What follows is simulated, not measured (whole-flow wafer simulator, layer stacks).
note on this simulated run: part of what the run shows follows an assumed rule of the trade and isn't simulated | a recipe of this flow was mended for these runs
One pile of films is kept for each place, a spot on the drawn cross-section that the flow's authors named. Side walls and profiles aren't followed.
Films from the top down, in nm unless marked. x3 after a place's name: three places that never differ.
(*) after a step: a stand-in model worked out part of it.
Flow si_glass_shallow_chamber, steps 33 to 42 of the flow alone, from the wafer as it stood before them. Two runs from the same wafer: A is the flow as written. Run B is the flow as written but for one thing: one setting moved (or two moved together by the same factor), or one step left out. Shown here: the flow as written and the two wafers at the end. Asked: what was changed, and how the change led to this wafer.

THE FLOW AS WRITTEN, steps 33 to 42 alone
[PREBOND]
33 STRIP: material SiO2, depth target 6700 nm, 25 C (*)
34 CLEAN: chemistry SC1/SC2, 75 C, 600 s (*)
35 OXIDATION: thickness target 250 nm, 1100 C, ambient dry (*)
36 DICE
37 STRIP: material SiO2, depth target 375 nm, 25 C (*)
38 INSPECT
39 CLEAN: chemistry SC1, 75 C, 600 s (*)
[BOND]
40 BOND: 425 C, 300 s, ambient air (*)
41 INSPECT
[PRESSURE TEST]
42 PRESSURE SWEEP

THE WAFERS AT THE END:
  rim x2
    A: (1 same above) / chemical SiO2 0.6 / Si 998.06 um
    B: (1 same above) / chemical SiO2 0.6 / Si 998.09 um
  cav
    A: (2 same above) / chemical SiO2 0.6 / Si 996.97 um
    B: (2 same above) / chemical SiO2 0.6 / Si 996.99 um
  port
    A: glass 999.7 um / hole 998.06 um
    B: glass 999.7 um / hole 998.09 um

The cause: step 35, OXIDATION: thickness target 196 nm was run, where the flow has thickness target 250 nm.

How the change led to this, step by step:
  35 OXIDATION: thickness target 250 nm, 1100 C, ambient dry (*)
      rim x2, cav, septum, ring: A SiO2 +250 (new film), chemical SiO2 -0.6 (all of it), Si -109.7 | B SiO2 +196 (new film), chemical SiO2 -0.6 (all of it), Si -86
  37 STRIP: material SiO2, depth target 375 nm, 25 C (*)
      rim x2, cav, septum, ring: A SiO2 -250 (all of it) | B SiO2 -196 (all of it)
  40 BOND: 425 C, 300 s, ambient air (*)
      port: A glass +999.7 um (new film), hole +1017.3 | B glass +999.7 um (new film), hole +1041
